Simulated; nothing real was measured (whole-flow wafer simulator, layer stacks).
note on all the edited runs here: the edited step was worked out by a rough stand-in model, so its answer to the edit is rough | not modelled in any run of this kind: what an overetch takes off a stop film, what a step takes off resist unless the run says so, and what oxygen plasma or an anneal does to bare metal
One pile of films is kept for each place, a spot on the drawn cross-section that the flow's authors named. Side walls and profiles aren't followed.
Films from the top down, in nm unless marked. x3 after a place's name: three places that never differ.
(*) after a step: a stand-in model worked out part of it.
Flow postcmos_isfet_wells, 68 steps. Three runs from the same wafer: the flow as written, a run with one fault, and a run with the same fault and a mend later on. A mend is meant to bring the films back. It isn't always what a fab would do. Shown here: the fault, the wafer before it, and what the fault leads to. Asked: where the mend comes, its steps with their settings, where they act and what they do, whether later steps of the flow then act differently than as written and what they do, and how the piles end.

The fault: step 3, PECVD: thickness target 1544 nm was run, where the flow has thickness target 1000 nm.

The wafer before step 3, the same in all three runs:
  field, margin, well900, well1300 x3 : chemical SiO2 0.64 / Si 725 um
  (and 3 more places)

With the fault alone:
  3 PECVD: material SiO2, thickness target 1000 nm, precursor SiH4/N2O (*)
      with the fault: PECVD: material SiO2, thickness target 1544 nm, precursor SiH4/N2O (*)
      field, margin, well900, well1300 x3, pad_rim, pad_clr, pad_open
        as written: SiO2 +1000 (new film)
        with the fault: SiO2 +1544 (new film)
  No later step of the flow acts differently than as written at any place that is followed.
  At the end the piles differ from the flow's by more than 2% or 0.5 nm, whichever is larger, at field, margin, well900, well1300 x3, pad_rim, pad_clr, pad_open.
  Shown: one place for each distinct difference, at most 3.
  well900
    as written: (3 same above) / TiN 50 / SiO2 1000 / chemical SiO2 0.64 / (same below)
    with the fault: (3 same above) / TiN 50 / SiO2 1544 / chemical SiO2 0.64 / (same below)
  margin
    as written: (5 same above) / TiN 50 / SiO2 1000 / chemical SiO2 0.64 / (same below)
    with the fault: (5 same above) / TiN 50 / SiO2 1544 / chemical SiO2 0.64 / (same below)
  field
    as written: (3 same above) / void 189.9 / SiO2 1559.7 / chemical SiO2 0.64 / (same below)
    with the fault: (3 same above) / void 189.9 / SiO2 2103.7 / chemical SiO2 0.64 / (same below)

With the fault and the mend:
  The mend comes after step 3.
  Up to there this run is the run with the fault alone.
  3a ETCH: chemistry boe, depth target 544 nm
      field, margin, well900, well1300 x3, pad_rim, pad_clr, pad_open
        SiO2 -544
  No later step of the flow acts differently than as written at any place that is followed.
  At the end the piles are the same as the flow's at every place that both follow.
